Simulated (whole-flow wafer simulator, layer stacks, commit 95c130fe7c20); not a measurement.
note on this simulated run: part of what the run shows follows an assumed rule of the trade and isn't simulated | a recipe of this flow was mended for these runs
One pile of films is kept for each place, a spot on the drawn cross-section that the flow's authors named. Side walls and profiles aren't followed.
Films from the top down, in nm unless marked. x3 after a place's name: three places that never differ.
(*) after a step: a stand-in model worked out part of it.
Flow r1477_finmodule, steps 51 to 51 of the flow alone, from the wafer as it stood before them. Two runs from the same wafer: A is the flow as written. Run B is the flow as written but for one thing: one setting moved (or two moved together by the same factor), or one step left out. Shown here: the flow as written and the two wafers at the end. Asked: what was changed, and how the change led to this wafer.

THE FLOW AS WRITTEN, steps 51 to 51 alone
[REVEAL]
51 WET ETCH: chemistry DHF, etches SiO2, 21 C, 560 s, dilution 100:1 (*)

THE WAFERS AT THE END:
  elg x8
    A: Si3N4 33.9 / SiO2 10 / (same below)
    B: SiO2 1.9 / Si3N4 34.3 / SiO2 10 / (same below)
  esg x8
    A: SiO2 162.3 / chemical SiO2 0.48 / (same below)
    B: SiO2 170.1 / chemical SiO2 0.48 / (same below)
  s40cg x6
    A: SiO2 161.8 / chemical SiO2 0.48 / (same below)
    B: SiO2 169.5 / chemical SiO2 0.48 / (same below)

The cause: step 51, WET ETCH: 406 s was run, where the flow has 560 s.

How the change led to this, step by step:
  51 WET ETCH: chemistry DHF, etches SiO2, 21 C, 560 s, dilution 100:1 (*)
      elg x8: A SiO2 -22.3 (all of it), Si3N4 -0.41 | B SiO2 -20.4
      esg x8, s40cg x6, s40sg x6: A SiO2 -28.1 | B SiO2 -20.4
      (and at 2 more places)
